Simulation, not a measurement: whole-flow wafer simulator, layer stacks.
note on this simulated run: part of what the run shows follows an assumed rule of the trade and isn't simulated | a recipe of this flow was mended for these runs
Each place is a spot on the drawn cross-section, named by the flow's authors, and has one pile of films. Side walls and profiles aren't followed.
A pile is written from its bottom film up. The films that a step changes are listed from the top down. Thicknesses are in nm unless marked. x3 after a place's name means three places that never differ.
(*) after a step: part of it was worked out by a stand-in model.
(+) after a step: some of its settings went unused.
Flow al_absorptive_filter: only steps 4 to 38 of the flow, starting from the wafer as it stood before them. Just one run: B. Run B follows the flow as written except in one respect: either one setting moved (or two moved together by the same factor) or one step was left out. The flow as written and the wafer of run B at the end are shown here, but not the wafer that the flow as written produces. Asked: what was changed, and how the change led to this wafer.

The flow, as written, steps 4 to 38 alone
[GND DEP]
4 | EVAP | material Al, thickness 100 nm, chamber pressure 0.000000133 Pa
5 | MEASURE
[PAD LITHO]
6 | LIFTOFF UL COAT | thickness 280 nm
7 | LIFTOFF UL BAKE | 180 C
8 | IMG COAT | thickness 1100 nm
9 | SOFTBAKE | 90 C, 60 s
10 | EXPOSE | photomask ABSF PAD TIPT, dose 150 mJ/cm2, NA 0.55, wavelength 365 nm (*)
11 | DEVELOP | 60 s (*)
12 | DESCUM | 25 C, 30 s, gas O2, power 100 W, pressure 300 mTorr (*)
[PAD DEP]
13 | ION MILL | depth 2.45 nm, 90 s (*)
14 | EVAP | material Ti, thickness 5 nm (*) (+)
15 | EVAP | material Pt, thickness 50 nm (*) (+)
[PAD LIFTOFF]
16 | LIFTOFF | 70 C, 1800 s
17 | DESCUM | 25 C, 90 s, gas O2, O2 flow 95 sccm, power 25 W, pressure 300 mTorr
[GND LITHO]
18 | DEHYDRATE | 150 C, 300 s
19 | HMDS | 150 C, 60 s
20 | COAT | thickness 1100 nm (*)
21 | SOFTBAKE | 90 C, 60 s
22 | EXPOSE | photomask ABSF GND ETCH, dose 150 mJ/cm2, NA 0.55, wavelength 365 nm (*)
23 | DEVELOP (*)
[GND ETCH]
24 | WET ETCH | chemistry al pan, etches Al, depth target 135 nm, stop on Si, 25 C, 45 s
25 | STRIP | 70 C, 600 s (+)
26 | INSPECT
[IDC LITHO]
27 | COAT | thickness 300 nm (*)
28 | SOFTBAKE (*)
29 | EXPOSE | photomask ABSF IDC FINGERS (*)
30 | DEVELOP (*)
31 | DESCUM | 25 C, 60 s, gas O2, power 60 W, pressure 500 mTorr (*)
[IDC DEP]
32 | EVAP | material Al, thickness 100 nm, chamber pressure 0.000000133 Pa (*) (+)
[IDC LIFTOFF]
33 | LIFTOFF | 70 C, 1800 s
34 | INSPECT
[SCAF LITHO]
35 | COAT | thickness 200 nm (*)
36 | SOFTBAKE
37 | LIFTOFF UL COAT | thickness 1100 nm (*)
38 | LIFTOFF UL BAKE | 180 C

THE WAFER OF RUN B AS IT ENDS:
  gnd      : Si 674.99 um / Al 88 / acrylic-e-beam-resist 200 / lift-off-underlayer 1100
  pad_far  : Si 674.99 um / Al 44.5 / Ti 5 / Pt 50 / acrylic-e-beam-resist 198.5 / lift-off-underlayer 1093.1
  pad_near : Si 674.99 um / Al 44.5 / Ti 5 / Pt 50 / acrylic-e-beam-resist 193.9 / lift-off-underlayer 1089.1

The reason: step 4, EVAP: thickness 88 nm was run, while the flow as written has thickness 100 nm.
One can read it off the wafer: gnd has Al 88, and step 4 as written asks for 100 nm.

Step by step, how the change led to this:
  4 | EVAP | material Al, thickness 100 nm, chamber pressure 0.000000133 Pa
      gnd, pad_far, pad_near and 11 more: Al gains 88 (new film) (it would be, as written: Al gains 100 (new film))
  24 | WET ETCH | chemistry al pan, etches Al, depth target 135 nm, stop on Si, 25 C, 45 s
      res, xl_gap, idc_field, idc_line, idc_space: Al loses 74.7 (all of it) (it would be, as written: Al loses 86.7 (all of it))
  27 | COAT | thickness 300 nm (*)
      xl_gap: e-beam-resist gains 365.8 (new film) (it would be, as written: e-beam-resist gains 374.7 (new film))
  33 | LIFTOFF | 70 C, 1800 s
      xl_gap: Al loses 100 (all of it), e-beam-resist loses 356.8 (all of it) (it would be, as written: Al loses 100 (all of it), e-beam-resist loses 365.7 (all of it))
  35 | COAT | thickness 200 nm (*)
      ledge: acrylic-e-beam-resist gains 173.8 (new film) (it would be, as written: acrylic-e-beam-resist gains 169.8 (new film))
      xl_gap: acrylic-e-beam-resist gains 258.2 (new film) (it would be, as written: acrylic-e-beam-resist gains 265.9 (new film))
